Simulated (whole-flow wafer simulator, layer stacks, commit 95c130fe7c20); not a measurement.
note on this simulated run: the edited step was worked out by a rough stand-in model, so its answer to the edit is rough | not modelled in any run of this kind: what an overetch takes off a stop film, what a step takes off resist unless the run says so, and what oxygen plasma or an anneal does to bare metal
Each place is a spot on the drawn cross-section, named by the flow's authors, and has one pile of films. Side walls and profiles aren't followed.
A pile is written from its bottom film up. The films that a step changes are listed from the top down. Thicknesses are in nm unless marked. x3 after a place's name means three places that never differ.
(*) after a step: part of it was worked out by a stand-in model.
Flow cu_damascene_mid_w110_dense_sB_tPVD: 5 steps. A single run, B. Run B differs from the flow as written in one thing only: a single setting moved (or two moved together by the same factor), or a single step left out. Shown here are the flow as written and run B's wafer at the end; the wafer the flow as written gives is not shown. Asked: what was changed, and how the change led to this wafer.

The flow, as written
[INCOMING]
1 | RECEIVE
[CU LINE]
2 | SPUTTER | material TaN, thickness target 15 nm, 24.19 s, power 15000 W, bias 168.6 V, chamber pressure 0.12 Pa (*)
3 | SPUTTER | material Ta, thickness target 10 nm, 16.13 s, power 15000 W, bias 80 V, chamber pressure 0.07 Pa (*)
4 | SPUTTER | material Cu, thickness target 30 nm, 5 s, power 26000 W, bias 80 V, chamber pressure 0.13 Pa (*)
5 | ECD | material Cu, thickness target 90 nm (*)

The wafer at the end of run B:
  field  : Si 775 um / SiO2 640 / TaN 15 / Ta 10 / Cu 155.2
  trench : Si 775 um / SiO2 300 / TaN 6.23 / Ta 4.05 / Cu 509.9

What caused this: step 5, ECD: thickness target 125.2 nm was run, whereas the flow has thickness target 90 nm.

Step by step, how the change led to this:
  5 | ECD | material Cu, thickness target 90 nm (*)
      field: +125.2 Cu (as written it would have been: +90 Cu)
      trench: +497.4 Cu (as written it would have been: +462.2 Cu)
